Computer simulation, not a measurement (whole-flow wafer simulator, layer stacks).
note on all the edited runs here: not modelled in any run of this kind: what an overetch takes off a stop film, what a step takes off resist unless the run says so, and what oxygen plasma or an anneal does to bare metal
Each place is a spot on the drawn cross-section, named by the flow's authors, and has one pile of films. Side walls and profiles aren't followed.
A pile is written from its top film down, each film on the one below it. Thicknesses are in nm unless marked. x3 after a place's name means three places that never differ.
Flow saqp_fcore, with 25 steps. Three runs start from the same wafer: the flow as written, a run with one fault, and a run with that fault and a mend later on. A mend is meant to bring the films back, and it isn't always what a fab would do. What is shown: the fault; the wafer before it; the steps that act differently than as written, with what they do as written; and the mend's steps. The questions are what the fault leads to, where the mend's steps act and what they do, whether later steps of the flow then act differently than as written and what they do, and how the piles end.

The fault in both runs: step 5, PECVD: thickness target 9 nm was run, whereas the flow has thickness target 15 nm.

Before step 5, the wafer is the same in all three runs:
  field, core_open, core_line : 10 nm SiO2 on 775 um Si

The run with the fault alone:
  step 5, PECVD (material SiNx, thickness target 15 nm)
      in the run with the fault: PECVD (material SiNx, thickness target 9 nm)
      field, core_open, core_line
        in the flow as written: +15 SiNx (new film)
        in the run with the fault: +9 SiNx (new film)
  Later steps of the flow that are run all act as written at every place that is followed.
  By the end, the piles at field, core_open, core_line depart from the flow's by more than 2% or 0.5 nm, whichever is larger.
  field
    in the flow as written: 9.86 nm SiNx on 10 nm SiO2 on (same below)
    in the run with the fault: 3.86 nm SiNx on 10 nm SiO2 on (same below)
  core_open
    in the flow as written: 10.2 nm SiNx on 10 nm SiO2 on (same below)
    in the run with the fault: 4.18 nm SiNx on 10 nm SiO2 on (same below)
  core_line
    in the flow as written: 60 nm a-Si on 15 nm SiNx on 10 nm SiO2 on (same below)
    in the run with the fault: 60 nm a-Si on 9 nm SiNx on 10 nm SiO2 on (same below)

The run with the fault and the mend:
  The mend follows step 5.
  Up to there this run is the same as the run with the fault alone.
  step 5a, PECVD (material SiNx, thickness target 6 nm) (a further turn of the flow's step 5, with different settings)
      field, core_open, core_line
        +6 SiNx
  Later steps of the flow that are run all act as written at every place that is followed.
  The piles end the same as the flow's at every place that both follow.
